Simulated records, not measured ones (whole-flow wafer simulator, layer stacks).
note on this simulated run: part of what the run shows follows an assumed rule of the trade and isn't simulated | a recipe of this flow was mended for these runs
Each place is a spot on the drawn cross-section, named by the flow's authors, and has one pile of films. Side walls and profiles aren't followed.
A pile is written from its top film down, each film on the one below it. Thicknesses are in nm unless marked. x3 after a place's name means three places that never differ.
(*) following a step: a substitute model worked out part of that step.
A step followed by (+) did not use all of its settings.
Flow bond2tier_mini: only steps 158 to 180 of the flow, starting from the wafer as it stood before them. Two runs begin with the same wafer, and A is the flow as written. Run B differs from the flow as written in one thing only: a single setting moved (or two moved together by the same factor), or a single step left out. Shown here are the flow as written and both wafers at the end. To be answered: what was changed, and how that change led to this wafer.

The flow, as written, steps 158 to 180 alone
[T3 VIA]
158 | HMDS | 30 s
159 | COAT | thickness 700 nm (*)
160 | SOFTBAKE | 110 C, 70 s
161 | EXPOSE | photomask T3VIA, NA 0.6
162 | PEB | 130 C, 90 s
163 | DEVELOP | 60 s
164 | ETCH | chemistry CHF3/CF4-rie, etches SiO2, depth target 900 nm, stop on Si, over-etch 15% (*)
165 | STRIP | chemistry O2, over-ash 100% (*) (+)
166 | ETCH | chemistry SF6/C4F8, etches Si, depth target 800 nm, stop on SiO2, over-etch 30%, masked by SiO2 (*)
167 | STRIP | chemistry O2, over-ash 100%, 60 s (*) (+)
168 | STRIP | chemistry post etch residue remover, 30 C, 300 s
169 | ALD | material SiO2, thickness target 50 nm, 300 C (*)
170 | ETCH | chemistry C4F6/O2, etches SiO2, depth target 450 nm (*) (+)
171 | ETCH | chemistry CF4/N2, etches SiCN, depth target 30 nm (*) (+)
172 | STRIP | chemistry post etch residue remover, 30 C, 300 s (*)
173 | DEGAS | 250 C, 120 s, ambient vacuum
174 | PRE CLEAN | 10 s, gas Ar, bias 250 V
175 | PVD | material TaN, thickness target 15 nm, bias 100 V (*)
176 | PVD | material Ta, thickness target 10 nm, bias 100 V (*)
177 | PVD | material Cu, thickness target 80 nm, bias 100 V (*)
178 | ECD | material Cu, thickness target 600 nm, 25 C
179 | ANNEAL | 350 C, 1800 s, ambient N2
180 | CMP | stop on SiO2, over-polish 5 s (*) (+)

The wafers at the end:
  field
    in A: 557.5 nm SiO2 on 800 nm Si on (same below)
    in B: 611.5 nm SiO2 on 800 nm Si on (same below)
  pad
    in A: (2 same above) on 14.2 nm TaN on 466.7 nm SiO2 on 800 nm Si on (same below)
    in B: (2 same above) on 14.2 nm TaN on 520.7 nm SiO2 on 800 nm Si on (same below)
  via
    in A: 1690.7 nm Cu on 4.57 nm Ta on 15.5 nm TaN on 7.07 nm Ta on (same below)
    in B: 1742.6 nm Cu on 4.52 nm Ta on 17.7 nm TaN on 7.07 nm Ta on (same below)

Cause: step 170, ETCH: depth target 396 nm was run, though the flow has depth target 450 nm.

How this came from the change, step by step:
  170 | ETCH | chemistry C4F6/O2, etches SiO2, depth target 450 nm (*) (+)
      field, pad: A SiO2 loses 450 | B SiO2 loses 396
      via: A SiO2 loses 348.1 (all of it), SiCN loses 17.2 | B SiO2 loses 348.1 (all of it), SiCN loses 8.07
  171 | ETCH | chemistry CF4/N2, etches SiCN, depth target 30 nm (*) (+)
      via: A SiCN loses 17.6 (all of it), TaN loses 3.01 | B SiCN loses 26.8 (all of it), TaN loses 0.79
  178 | ECD | material Cu, thickness target 600 nm, 25 C
      via: A Cu gains 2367 | B Cu gains 2419.3
